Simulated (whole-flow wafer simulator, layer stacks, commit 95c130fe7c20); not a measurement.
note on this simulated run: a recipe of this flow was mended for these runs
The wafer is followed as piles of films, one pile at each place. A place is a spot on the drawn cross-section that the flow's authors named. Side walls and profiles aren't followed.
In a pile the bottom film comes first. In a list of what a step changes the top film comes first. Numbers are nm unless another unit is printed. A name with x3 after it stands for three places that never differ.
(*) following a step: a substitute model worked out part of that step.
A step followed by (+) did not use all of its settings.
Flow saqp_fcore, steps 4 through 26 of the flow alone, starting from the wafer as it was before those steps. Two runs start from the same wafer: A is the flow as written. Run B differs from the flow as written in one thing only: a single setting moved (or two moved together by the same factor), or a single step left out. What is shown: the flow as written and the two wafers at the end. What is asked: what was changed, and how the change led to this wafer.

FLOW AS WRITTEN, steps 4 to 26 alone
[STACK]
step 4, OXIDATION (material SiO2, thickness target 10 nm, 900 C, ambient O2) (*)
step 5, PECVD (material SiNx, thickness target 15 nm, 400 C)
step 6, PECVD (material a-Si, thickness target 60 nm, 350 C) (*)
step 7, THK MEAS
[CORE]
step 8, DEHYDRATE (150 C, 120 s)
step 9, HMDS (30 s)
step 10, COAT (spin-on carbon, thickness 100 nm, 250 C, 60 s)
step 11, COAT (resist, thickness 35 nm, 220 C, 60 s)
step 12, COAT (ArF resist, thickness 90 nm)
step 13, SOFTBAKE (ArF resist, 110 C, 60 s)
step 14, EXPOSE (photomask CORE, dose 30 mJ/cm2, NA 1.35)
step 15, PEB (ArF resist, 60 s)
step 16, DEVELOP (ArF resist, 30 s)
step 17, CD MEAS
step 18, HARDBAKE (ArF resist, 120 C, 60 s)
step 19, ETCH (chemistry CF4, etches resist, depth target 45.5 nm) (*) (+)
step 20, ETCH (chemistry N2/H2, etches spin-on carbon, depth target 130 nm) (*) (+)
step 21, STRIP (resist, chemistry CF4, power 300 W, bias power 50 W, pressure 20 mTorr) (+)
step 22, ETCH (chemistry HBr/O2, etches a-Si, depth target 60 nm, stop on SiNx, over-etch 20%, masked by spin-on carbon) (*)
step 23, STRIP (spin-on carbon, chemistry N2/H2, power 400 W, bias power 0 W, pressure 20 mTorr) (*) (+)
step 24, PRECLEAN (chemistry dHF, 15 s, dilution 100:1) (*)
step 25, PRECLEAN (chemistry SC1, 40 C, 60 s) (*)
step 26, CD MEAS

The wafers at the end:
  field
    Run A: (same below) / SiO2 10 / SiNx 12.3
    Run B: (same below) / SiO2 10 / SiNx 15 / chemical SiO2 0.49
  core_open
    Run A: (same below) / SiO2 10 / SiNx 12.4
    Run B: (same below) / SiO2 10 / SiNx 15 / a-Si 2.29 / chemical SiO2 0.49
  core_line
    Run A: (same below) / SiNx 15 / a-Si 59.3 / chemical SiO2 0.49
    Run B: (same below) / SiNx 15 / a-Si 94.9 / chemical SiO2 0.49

Cause: step 6, PECVD: thickness target 95.6 nm was run, while the flow as written has thickness target 60 nm.

The path from the change to this, step by step:
  step 6, PECVD (material a-Si, thickness target 60 nm, 350 C) (*)
      field, core_open, core_line: A +60 a-Si (new film) | B +95.6 a-Si (new film)
  step 22, ETCH (chemistry HBr/O2, etches a-Si, depth target 60 nm, stop on SiNx, over-etch 20%, masked by spin-on carbon) (*)
      field: A -36.8 a-Si (all of it), -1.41 SiNx | B -72 a-Si
      core_open: A -39.4 a-Si (all of it), -1.3 SiNx | B -72 a-Si
      (also at 1 further place)
  step 23, STRIP (spin-on carbon, chemistry N2/H2, power 400 W, bias power 0 W, pressure 20 mTorr) (*) (+)
      core_line: A -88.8 spin-on carbon (all of it) | B -83.8 spin-on carbon (all of it)
  step 24, PRECLEAN (chemistry dHF, 15 s, dilution 100:1) (*)
      field, core_open: A -1.31 SiNx | B nothing
  step 25, PRECLEAN (chemistry SC1, 40 C, 60 s) (*)
      core_open: A nothing | B +0.49 chemical SiO2 (new film), -0.7 a-Si
